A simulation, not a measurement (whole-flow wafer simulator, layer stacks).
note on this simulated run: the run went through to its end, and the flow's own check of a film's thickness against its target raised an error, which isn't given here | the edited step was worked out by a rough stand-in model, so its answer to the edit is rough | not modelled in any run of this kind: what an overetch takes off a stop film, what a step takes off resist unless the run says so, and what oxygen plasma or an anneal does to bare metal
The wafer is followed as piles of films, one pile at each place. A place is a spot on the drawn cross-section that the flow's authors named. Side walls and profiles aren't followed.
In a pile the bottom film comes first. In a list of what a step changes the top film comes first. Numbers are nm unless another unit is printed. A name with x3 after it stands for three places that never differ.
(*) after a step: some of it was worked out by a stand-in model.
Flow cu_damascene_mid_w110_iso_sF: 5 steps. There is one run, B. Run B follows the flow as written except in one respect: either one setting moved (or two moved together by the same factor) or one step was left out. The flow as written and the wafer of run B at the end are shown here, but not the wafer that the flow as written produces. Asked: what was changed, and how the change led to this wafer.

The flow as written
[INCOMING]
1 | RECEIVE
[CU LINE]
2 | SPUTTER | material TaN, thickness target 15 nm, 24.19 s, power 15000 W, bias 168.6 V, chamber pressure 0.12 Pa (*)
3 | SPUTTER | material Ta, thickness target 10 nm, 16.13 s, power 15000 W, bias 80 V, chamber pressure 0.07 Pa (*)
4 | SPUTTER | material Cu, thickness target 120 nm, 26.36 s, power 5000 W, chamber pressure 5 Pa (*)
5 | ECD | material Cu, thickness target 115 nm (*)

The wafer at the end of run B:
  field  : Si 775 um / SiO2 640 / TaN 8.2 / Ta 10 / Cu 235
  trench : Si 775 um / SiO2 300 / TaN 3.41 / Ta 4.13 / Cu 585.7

The reason: step 2, SPUTTER: thickness target 8.2 nm was run, whereas the flow has thickness target 15 nm; step 2, SPUTTER: 13.3 s was run, where the flow has 24.19 s.
One can read it off the wafer: field has TaN 8.2, and step 2 as written asks for 15 nm.

The path from the change to this, step by step:
  2 | SPUTTER | material TaN, thickness target 15 nm, 24.19 s, power 15000 W, bias 168.6 V, chamber pressure 0.12 Pa (*)
      field: +8.2 TaN (new film) (in the flow as written it would be: +15 TaN (new film))
      trench: +3.41 TaN (new film) (in the flow as written it would be: +6.23 TaN (new film))
  4 | SPUTTER | material Cu, thickness target 120 nm, 26.36 s, power 5000 W, chamber pressure 5 Pa (*)
      trench: +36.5 Cu (new film) (in the flow as written it would be: +35.7 Cu (new film))
